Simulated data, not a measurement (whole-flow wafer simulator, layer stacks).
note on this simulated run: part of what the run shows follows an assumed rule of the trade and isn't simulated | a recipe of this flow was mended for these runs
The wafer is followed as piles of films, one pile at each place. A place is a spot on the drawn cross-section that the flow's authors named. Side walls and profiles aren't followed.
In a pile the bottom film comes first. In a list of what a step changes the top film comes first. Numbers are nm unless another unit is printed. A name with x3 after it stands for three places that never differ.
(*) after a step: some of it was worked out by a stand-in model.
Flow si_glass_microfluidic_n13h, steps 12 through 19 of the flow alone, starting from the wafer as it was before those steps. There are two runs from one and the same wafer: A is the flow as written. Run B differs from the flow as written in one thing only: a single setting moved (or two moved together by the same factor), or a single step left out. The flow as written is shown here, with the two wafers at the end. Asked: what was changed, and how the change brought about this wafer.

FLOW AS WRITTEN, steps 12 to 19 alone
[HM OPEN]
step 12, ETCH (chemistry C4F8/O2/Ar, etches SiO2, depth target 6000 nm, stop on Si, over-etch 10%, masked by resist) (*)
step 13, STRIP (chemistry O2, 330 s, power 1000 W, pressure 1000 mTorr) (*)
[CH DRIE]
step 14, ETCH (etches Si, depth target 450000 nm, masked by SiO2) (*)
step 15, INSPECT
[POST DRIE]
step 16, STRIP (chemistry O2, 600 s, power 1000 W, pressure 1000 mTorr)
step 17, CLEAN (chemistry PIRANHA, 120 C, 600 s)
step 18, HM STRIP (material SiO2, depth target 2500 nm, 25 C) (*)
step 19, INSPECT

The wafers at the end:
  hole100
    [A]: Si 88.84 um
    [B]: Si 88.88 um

The reason: step 12, ETCH: over-etch 4% was run, while the flow as written has over-etch 10%.

How this came from the change, step by step:
  step 12, ETCH (chemistry C4F8/O2/Ar, etches SiO2, depth target 6000 nm, stop on Si, over-etch 10%, masked by resist) (*)
      land: A -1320 thick-i-line-resist | B -1248 thick-i-line-resist
      hole100: A -6000 SiO2 (all of it), -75 Si | B -6000 SiO2 (all of it), -30 Si
